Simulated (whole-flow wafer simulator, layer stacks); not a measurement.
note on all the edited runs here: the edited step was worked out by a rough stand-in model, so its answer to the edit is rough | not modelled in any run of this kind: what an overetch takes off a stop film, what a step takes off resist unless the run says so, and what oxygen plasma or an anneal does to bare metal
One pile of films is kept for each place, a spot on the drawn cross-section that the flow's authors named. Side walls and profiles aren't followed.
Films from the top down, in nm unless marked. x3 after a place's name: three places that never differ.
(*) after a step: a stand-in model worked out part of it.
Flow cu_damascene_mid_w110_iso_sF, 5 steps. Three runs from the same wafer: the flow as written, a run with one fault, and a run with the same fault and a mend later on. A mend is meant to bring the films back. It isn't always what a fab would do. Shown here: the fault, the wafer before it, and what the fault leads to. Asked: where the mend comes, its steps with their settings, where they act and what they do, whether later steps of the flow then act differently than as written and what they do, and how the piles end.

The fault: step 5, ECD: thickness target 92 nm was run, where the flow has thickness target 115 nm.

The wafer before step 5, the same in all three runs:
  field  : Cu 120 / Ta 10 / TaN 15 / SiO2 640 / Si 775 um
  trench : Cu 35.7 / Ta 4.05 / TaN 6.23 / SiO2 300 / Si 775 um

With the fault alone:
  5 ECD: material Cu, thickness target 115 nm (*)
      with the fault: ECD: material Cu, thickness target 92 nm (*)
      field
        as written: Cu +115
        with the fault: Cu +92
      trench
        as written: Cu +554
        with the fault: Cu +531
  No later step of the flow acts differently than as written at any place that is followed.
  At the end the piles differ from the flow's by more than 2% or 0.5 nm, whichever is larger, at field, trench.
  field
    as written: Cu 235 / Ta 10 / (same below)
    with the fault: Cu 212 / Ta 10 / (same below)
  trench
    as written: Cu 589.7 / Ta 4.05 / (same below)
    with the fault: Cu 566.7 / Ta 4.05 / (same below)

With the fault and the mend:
  The mend comes after step 5.
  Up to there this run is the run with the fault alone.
  5a ECD: material Cu, thickness target 23 nm (the flow's step 5 once more, with other settings)
      field, trench
        Cu +23
  No later step of the flow acts differently than as written at any place that is followed.
  At the end the piles are the same as the flow's at every place that both follow.
